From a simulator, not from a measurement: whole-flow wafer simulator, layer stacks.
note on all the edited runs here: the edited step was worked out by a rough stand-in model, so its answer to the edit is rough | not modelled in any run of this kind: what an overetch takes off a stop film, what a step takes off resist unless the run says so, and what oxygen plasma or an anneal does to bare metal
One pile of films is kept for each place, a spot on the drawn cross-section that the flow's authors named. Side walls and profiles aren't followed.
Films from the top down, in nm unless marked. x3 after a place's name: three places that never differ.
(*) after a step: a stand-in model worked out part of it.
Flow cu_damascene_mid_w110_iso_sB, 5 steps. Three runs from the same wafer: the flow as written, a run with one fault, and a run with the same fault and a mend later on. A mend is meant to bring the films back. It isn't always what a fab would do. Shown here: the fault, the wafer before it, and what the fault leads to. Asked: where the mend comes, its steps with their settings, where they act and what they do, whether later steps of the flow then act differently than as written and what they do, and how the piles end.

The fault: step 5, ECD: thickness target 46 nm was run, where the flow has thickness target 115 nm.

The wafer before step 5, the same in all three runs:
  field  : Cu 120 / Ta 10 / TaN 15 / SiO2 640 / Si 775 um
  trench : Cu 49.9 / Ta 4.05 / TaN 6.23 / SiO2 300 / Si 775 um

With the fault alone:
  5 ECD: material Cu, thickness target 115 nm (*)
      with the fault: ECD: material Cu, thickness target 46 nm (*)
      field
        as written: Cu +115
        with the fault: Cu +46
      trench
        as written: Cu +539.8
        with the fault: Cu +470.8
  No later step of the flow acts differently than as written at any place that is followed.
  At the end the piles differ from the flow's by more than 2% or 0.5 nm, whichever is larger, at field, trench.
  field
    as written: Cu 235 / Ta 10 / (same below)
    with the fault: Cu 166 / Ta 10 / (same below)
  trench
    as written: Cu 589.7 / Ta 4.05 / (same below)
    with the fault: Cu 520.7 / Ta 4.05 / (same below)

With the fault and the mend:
  The mend comes after step 5.
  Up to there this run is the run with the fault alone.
  5a ECD: material Cu, thickness target 69 nm (the flow's step 5 once more, with other settings)
      field, trench
        Cu +69
  No later step of the flow acts differently than as written at any place that is followed.
  At the end the piles are the same as the flow's at every place that both follow.
